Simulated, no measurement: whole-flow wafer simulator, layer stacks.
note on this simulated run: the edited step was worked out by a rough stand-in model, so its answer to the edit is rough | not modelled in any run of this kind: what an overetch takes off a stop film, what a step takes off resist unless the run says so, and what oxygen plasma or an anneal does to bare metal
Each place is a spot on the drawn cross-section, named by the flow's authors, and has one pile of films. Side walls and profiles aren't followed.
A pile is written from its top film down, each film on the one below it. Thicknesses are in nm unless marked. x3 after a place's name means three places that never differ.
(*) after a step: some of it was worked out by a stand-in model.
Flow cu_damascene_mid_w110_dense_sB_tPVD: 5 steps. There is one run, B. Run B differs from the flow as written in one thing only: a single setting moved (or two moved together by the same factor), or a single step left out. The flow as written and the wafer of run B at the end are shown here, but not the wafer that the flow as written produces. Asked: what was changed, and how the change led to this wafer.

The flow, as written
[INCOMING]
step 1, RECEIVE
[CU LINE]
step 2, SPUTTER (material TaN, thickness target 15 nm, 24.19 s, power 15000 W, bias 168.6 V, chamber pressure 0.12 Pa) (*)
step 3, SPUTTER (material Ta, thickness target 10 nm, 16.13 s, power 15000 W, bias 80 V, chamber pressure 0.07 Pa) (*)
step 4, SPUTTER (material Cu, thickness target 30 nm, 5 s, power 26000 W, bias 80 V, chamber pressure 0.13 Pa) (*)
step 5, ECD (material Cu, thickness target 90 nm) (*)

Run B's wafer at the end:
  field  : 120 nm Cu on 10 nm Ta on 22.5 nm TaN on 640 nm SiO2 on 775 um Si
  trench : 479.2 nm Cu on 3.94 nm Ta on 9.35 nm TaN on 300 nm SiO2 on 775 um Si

What caused this: step 2, SPUTTER: thickness target 22.5 nm was run, while the flow as written has thickness target 15 nm; step 2, SPUTTER: 36.29 s was run, where the flow has 24.19 s.
One can read it off the wafer: field has TaN 22.5, and step 2 as written asks for 15 nm.

The path from the change to this, step by step:
  step 2, SPUTTER (material TaN, thickness target 15 nm, 24.19 s, power 15000 W, bias 168.6 V, chamber pressure 0.12 Pa) (*)
      field: TaN gains 22.5 (new film) (it would be, as written: TaN gains 15 (new film))
      trench: TaN gains 9.35 (new film) (it would be, as written: TaN gains 6.23 (new film))
